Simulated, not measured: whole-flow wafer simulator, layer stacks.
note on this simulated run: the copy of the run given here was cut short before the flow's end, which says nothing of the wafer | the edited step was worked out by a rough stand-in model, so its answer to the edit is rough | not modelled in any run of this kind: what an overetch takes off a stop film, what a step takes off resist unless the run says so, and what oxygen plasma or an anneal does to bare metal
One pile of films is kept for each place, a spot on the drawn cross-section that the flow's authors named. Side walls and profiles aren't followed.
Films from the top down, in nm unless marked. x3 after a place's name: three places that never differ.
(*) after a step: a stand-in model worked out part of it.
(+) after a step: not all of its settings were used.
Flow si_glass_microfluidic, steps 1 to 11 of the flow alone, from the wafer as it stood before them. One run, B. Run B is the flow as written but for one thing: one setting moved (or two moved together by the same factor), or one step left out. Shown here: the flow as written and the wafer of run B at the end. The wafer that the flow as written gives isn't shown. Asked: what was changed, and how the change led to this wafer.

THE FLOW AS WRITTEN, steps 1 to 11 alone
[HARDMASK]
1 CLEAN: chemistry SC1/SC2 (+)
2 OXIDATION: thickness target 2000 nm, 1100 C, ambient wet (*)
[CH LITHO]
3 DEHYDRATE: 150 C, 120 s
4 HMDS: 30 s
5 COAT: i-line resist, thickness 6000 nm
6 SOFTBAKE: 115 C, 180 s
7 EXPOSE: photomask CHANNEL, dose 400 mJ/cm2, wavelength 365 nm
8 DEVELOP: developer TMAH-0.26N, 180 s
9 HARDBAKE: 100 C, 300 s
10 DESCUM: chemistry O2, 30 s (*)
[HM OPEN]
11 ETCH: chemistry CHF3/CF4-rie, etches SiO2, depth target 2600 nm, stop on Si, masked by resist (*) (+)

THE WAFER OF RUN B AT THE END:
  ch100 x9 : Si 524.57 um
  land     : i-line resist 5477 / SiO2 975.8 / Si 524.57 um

The cause: step 2, OXIDATION: 935 C was run, where the flow has 1100 C.

How the change led to this, step by step:
  2 OXIDATION: thickness target 2000 nm, 1100 C, ambient wet (*)
      land, ch100 x9: SiO2 +975.8 (new film), chemical SiO2 -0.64 (all of it), Si -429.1 (as written it would be: SiO2 +2000 (new film), chemical SiO2 -0.64 (all of it), Si -879.7)
  11 ETCH: chemistry CHF3/CF4-rie, etches SiO2, depth target 2600 nm, stop on Si, masked by resist (*) (+)
      ch100 x9: SiO2 -975.8 (all of it) (as written it would be: SiO2 -2000 (all of it))
      land: i-line resist -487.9 (as written it would be: i-line resist -866.7)
